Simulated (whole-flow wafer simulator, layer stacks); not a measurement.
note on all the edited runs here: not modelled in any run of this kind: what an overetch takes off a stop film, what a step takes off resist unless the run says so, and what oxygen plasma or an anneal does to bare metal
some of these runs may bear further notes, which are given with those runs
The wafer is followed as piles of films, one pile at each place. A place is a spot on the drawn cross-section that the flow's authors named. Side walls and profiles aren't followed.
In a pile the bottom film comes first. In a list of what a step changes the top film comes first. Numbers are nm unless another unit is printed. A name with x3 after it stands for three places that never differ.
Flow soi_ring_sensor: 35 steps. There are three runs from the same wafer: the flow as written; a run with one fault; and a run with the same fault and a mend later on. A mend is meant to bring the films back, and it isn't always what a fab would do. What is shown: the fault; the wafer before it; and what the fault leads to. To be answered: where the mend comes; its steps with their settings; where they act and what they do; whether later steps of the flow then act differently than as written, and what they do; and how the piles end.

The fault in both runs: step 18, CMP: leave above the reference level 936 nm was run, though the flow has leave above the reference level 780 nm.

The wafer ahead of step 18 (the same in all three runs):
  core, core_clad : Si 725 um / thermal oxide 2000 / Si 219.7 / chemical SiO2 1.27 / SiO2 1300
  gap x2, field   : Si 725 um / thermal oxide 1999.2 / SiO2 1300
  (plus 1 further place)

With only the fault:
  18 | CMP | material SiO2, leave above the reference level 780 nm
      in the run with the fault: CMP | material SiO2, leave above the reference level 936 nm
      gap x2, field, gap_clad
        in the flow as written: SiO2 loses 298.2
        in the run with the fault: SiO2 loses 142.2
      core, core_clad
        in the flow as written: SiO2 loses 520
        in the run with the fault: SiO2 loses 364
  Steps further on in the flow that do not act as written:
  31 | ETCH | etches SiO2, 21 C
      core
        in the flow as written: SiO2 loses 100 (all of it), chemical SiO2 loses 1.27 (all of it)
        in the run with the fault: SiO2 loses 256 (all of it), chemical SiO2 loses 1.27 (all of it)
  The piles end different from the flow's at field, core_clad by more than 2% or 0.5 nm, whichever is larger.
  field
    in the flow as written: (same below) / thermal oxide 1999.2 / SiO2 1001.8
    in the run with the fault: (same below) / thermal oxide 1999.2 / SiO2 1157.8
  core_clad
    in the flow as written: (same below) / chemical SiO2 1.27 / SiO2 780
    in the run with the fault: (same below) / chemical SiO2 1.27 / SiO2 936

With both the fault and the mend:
  After step 19 comes the mend.
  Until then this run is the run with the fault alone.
  19a | CMP | material SiO2, leave above the reference level 780 nm (a further turn of the flow's step 18)
      core, gap x2, field, core_clad, gap_clad
        SiO2 loses 156
  None of the later steps of the flow acts differently than as written at any place that is followed.
  The piles end the same as the flow's at every place that both follow.
